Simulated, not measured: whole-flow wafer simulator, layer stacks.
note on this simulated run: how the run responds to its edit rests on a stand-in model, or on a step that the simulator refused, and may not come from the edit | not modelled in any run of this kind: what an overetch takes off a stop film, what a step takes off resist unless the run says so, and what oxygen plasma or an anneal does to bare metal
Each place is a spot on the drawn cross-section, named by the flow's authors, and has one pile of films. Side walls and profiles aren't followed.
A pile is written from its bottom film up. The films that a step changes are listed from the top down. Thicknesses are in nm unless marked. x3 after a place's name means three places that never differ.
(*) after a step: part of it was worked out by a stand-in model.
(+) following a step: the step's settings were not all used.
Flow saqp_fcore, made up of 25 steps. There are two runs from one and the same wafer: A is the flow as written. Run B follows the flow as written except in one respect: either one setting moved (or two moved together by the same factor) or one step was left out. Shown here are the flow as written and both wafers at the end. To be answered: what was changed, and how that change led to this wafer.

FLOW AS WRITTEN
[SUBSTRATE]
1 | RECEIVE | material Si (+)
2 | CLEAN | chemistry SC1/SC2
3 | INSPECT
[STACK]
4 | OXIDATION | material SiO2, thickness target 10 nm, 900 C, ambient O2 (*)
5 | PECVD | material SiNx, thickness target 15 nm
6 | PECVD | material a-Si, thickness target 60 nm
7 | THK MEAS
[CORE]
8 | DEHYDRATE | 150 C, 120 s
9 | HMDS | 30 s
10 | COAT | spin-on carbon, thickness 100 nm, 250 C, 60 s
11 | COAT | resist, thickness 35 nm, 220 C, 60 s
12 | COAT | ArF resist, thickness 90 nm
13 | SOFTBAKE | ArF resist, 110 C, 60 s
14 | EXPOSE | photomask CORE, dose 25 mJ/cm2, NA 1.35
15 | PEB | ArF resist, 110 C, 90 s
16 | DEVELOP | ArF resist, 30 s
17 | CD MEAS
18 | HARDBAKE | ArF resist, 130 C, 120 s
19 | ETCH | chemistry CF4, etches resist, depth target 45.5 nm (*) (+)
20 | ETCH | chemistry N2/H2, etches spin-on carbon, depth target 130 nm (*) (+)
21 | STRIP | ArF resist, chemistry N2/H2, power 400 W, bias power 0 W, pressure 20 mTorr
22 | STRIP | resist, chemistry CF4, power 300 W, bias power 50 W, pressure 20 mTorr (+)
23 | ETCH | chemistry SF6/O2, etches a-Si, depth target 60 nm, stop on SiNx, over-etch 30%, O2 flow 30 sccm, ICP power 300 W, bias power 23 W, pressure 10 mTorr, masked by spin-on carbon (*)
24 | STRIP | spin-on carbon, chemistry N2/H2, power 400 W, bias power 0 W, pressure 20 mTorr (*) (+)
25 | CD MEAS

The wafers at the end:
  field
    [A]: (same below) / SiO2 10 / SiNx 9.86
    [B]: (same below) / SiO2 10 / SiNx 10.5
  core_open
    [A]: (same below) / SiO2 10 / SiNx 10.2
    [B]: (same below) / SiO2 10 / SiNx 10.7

What caused this: step 11, COAT: thickness 28 nm was run, whereas the flow has thickness 35 nm.

The path from the change to this, step by step:
  11 | COAT | resist, thickness 35 nm, 220 C, 60 s
      field, core_open, core_line: A +35 resist (new film) | B +28 resist (new film)
  19 | ETCH | chemistry CF4, etches resist, depth target 45.5 nm (*) (+)
      field, core_open: A -35 resist (all of it), -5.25 spin-on carbon | B -28 resist (all of it), -7 spin-on carbon
      core_line: A -32.5 ArF resist | B -30 ArF resist
  20 | ETCH | chemistry N2/H2, etches spin-on carbon, depth target 130 nm (*) (+)
      core_line: A -52.4 ArF resist (all of it), -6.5 resist | B -54.9 ArF resist (all of it), -6.4 resist
  22 | STRIP | resist, chemistry CF4, power 300 W, bias power 50 W, pressure 20 mTorr (+)
      field: A -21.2 a-Si | B -16 a-Si
      core_open: A -18.6 a-Si | B -14.2 a-Si
      (as well as at 1 more place)
  23 | ETCH | chemistry SF6/O2, etches a-Si, depth target 60 nm, stop on SiNx, over-etch 30%, O2 flow 30 sccm, ICP power 300 W, bias power 23 W, pressure 10 mTorr, masked by spin-on carbon (*)
      field: A -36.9 a-Si (all of it), -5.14 SiNx | B -41.9 a-Si (all of it), -4.51 SiNx
      core_open: A -39.4 a-Si (all of it), -4.82 SiNx | B -43.7 a-Si (all of it), -4.28 SiNx
      (as well as at 1 more place)
